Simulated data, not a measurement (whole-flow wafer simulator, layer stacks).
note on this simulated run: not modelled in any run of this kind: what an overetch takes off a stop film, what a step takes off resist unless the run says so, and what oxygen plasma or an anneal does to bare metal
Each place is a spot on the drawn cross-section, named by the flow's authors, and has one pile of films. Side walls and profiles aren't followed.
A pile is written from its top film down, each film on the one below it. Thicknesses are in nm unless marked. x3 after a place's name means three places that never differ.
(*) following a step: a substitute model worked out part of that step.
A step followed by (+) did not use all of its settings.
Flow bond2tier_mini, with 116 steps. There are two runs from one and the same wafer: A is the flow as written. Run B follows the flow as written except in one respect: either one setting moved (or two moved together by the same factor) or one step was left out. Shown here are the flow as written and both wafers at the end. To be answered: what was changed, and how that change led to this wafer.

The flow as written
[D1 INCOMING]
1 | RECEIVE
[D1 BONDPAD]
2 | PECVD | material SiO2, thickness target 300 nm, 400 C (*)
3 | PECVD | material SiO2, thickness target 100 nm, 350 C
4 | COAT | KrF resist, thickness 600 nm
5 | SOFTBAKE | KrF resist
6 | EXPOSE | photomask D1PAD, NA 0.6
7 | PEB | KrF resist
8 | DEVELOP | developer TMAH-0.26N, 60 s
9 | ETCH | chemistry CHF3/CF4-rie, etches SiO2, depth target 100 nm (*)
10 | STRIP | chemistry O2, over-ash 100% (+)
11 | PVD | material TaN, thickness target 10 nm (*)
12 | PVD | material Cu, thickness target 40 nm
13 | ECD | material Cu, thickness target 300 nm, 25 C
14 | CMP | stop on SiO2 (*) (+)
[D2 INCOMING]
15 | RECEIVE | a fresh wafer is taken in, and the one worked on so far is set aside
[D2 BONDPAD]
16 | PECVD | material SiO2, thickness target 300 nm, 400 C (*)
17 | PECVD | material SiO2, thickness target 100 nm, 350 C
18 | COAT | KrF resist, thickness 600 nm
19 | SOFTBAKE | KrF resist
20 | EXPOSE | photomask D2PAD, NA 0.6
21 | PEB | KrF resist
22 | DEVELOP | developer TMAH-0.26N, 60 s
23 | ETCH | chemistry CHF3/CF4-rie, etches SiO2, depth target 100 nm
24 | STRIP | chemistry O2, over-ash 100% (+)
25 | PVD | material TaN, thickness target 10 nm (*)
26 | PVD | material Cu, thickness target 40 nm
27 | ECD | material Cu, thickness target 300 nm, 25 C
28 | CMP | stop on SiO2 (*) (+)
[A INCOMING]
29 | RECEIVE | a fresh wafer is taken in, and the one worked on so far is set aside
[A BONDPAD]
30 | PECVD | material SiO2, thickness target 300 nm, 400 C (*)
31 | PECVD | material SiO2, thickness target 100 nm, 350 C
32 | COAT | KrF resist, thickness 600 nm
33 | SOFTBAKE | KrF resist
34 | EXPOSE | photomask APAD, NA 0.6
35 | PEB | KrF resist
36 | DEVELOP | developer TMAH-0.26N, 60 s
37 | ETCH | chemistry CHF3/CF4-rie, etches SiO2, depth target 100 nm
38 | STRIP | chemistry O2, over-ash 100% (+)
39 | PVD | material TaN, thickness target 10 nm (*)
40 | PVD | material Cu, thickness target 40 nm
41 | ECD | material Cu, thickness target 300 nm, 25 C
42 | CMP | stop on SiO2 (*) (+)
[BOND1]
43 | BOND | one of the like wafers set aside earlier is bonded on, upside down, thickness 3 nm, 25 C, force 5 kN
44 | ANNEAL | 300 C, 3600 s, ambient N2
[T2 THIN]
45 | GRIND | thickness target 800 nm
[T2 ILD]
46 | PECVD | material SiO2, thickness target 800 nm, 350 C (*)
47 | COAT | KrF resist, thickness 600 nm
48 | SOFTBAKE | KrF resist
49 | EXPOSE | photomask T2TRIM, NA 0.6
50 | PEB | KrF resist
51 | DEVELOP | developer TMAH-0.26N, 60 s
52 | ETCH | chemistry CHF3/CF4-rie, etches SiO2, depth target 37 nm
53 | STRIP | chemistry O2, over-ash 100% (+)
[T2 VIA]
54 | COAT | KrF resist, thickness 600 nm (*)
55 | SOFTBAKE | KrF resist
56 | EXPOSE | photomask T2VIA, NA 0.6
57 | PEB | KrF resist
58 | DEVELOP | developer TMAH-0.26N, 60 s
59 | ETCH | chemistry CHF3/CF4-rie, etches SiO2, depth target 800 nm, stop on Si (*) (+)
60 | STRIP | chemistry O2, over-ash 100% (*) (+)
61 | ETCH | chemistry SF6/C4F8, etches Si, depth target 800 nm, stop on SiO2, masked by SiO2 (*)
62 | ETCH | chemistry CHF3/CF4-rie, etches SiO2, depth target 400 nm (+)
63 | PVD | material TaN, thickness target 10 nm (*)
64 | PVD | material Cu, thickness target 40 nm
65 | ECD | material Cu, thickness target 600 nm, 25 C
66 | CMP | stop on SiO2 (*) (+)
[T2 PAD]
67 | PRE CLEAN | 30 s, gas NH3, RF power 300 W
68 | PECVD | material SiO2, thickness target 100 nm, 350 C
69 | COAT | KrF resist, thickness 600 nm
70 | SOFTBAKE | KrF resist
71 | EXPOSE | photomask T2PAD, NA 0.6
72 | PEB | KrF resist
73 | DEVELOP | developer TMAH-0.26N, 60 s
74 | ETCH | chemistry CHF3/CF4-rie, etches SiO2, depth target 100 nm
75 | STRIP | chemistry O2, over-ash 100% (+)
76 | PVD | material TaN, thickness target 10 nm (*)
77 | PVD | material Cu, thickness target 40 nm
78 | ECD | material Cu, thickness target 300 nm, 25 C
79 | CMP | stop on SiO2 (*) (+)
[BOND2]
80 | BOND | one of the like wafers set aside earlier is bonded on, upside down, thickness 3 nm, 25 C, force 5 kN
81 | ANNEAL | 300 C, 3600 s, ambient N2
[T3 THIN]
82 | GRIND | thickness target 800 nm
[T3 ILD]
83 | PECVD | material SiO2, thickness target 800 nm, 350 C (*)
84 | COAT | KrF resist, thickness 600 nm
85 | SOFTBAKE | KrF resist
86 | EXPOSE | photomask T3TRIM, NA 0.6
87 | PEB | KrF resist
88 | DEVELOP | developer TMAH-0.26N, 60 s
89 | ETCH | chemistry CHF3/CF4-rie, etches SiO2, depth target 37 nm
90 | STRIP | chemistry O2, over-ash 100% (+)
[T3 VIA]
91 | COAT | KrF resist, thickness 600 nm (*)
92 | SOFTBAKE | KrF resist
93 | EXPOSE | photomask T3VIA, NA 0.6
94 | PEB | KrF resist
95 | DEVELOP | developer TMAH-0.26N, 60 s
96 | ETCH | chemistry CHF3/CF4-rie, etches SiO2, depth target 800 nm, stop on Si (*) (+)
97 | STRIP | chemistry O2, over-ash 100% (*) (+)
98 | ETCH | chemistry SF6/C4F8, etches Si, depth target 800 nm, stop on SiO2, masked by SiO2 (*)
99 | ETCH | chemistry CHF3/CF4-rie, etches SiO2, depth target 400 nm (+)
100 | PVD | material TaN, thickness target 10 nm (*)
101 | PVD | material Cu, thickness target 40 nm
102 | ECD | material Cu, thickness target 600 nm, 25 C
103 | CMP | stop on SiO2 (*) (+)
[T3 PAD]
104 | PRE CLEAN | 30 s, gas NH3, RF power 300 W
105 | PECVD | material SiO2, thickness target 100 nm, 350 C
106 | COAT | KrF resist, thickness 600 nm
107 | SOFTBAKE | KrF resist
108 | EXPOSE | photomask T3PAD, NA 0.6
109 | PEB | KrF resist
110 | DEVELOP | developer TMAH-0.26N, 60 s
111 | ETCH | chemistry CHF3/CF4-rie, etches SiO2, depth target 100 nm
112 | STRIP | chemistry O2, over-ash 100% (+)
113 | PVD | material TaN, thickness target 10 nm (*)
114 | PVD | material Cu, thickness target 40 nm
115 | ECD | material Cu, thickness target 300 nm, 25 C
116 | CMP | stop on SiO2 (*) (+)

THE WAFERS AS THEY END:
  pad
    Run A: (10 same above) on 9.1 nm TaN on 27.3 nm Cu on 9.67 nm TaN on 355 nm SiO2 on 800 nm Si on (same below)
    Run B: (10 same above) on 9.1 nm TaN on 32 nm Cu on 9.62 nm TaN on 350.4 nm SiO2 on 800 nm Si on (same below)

The reason: step 52, ETCH: depth target 41.6 nm was run, though the flow has depth target 37 nm.

Step by step, how the change led to this:
  52 | ETCH | chemistry CHF3/CF4-rie, etches SiO2, depth target 37 nm
      pad, via: A SiO2 loses 37 | B SiO2 loses 41.6
      field: A KrF resist loses 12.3 | B KrF resist loses 13.9
